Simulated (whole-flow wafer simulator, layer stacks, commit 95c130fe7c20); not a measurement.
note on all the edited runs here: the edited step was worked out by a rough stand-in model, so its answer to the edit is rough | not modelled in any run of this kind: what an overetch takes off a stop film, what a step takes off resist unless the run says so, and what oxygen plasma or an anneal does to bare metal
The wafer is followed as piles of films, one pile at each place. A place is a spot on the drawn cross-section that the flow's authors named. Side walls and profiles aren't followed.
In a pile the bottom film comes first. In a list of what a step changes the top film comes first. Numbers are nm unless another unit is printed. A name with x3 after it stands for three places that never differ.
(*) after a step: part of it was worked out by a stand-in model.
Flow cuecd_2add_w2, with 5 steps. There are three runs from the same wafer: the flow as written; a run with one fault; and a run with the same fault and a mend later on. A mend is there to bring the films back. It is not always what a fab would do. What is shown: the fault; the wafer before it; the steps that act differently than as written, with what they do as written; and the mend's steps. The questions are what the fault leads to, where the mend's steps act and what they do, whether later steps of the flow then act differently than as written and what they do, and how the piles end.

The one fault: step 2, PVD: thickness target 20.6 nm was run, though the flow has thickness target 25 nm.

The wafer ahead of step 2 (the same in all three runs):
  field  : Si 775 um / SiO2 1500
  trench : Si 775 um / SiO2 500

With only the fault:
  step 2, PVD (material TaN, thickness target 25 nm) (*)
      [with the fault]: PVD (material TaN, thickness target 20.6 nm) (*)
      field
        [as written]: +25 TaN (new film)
        [with the fault]: +20.6 TaN (new film)
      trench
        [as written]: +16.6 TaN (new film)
        [with the fault]: +13.7 TaN (new film)
  Every later step of the flow that is run acts as written, at every place that is followed, to within 2% or 0.5 nm, whichever is larger.
  By the end, the piles at field, trench depart from the flow's by more than 2% or 0.5 nm, whichever is larger.
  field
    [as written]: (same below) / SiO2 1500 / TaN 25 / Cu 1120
    [with the fault]: (same below) / SiO2 1500 / TaN 20.6 / Cu 1120
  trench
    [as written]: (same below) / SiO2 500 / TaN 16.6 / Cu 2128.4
    [with the fault]: (same below) / SiO2 500 / TaN 13.7 / Cu 2126.9

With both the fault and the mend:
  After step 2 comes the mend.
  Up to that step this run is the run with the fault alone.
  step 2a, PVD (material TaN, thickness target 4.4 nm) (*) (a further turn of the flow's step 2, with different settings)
      field
        +4.4 TaN
      trench
        +2.9 TaN
  Every later step of the flow that is run acts as written at every place that is followed.
  The piles end the same as the flow's at every place that both follow.
